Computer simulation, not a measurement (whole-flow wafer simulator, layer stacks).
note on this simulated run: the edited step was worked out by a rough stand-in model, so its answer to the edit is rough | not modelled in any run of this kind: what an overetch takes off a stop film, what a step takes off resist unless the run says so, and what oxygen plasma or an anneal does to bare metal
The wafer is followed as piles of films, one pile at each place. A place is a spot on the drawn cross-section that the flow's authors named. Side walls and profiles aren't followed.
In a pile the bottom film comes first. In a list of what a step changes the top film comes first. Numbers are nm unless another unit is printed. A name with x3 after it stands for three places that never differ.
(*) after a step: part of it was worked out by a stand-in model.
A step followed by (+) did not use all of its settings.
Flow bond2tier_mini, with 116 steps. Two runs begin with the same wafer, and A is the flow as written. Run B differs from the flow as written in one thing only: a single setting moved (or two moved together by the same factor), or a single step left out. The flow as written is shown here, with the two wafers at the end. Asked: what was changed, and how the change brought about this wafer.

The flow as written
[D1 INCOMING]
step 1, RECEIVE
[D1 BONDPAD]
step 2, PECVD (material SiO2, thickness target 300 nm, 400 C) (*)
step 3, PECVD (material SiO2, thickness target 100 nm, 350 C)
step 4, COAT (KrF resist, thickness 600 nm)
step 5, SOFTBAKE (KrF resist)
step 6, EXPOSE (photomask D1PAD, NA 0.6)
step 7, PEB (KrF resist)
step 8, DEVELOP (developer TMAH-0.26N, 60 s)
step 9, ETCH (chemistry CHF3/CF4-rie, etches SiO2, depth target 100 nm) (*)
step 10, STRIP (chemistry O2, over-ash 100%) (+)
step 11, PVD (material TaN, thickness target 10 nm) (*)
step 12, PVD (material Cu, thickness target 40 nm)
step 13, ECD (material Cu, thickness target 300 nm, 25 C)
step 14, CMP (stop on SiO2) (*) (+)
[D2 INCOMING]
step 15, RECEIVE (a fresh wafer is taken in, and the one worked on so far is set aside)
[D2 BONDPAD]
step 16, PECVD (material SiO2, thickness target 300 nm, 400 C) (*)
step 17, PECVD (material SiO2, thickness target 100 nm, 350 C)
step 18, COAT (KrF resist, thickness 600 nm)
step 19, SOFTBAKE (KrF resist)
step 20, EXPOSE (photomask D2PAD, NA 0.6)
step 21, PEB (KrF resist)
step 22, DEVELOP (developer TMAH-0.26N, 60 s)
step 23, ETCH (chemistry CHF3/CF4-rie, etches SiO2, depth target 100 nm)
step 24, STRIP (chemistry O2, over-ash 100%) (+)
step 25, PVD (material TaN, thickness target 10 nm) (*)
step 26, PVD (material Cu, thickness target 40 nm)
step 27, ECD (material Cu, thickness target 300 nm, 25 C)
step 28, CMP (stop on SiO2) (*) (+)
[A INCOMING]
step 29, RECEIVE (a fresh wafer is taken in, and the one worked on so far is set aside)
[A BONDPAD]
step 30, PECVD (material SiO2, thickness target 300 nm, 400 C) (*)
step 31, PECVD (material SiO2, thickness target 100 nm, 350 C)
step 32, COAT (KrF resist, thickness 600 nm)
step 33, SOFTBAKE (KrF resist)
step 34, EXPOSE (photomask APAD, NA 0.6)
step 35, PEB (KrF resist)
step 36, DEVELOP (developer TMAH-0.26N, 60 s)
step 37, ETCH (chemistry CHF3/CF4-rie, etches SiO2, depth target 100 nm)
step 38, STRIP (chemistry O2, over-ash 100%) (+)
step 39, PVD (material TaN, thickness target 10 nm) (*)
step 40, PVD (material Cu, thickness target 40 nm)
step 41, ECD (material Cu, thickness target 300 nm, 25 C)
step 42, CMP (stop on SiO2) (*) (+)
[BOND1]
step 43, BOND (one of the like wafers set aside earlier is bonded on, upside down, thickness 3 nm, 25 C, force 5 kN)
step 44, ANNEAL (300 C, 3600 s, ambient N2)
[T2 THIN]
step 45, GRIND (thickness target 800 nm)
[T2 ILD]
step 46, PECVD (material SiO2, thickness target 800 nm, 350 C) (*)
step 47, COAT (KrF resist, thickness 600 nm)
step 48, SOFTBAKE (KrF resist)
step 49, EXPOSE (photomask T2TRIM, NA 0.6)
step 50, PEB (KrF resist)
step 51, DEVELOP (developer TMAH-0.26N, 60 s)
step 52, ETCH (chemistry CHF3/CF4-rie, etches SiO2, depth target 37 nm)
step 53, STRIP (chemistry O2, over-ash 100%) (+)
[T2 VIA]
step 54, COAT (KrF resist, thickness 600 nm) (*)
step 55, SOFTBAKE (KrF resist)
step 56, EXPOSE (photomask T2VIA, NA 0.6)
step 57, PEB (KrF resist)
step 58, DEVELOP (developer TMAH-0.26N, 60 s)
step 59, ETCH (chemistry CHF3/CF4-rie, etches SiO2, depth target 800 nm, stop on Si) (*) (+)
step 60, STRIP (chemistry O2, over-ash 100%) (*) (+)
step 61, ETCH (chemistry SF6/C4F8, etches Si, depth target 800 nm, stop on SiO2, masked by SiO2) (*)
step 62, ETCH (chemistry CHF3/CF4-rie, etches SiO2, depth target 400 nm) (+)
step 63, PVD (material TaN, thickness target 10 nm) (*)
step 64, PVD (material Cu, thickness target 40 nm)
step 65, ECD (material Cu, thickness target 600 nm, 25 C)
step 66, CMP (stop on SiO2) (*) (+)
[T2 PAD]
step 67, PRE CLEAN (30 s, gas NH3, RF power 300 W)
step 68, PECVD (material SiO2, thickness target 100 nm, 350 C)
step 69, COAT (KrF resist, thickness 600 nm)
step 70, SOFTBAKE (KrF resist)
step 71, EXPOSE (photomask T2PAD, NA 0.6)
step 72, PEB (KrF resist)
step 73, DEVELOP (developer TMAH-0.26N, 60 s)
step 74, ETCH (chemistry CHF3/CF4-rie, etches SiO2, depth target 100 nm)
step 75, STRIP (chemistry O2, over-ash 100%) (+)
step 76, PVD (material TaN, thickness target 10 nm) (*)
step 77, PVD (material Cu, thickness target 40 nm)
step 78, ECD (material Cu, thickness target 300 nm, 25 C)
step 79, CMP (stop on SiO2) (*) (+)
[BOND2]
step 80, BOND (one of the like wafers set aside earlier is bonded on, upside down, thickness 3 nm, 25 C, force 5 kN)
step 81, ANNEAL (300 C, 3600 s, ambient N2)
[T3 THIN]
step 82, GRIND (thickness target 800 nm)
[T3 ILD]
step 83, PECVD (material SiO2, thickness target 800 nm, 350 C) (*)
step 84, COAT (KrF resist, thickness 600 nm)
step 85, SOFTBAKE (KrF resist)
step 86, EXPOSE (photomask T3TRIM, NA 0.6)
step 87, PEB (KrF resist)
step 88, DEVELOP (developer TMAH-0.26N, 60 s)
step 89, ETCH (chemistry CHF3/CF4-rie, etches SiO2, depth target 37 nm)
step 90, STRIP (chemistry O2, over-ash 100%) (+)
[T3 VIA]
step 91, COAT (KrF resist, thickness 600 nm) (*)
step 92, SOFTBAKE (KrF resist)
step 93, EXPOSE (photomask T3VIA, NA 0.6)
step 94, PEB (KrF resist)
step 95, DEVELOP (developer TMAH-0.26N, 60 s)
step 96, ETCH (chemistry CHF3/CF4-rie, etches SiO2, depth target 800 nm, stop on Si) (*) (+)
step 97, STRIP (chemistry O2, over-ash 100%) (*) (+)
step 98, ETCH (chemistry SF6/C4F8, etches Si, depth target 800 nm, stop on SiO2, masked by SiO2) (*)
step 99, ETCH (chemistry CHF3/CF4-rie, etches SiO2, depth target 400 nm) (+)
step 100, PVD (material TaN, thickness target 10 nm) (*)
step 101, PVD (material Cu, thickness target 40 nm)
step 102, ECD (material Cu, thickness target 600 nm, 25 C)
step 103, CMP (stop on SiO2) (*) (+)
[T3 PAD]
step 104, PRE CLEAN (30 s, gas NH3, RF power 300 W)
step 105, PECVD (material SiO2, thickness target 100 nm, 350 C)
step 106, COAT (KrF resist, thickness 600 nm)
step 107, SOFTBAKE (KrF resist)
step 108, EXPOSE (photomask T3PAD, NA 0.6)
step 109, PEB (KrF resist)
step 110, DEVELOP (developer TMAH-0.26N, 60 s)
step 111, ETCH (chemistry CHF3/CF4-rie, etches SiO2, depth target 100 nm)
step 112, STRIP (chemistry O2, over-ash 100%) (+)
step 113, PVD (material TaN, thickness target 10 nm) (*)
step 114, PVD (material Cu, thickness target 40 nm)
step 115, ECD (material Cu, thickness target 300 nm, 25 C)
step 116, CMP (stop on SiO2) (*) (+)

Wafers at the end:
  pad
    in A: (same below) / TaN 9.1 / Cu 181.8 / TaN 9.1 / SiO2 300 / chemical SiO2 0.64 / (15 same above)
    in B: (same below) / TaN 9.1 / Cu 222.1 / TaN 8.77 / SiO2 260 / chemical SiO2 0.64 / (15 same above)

Cause: step 9, ETCH: depth target 140 nm was run, though the flow has depth target 100 nm.

Step by step, how the change led to this:
  step 9, ETCH (chemistry CHF3/CF4-rie, etches SiO2, depth target 100 nm) (*)
      pad, via: A SiO2 loses 100 | B SiO2 loses 140
      field: A KrF resist loses 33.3 | B KrF resist loses 46.7
  step 10, STRIP (chemistry O2, over-ash 100%) (+)
      field: A KrF resist loses 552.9 (all of it) | B KrF resist loses 539.6 (all of it)
  step 12, PVD (material Cu, thickness target 40 nm)
      pad: A Cu gains 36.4 (new film) | B Cu gains 35.1 (new film)
  step 13, ECD (material Cu, thickness target 300 nm, 25 C)
      pad: A Cu gains 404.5 | B Cu gains 446.2
      via: A Cu gains 400.2 | B Cu gains 440.4
  step 43, BOND (one of the like wafers set aside earlier is bonded on, upside down, thickness 3 nm, 25 C, force 5 kN)
      pad: A Si gains 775 um (new film), chemical SiO2 gains 0.64 (new film), SiO2 gains 300 (new film), TaN gains 9.1 (new film), Cu gains 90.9 | B Si gains 775 um (new film), chemical SiO2 gains 0.64 (new film), SiO2 gains 260 (new film), TaN gains 8.77 (new film), Cu gains 131.2
      via: A Si gains 775 um (new film), chemical SiO2 gains 0.64 (new film), SiO2 gains 300 (new film), TaN gains 9.97 (new film), Cu gains 90 | B Si gains 775 um (new film), chemical SiO2 gains 0.64 (new film), SiO2 gains 260 (new film), TaN gains 9.93 (new film), Cu gains 130.1
